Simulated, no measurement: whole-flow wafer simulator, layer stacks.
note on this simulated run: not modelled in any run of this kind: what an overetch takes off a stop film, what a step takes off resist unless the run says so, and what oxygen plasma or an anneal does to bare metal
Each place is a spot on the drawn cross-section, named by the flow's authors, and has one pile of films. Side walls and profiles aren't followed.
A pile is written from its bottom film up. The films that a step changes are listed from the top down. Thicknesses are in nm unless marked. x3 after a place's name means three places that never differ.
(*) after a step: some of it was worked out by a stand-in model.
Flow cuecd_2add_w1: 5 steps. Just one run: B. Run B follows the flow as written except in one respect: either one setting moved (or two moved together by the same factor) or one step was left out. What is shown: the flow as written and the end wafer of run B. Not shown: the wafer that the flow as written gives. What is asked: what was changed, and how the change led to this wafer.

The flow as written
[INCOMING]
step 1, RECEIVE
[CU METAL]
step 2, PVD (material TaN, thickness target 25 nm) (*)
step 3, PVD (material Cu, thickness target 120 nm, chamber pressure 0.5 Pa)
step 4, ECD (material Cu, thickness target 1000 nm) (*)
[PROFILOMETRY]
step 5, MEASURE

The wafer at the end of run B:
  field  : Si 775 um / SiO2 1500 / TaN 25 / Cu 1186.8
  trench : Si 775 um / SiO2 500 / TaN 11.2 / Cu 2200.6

What caused this: step 3, PVD: thickness target 186.8 nm was run, whereas the flow has thickness target 120 nm.

Step by step, how the change led to this:
  step 3, PVD (material Cu, thickness target 120 nm, chamber pressure 0.5 Pa)
      field: Cu gains 186.8 (new film) (as written it would have been: Cu gains 120 (new film))
      trench: Cu gains 81.6 (new film) (as written it would have been: Cu gains 53.6 (new film))
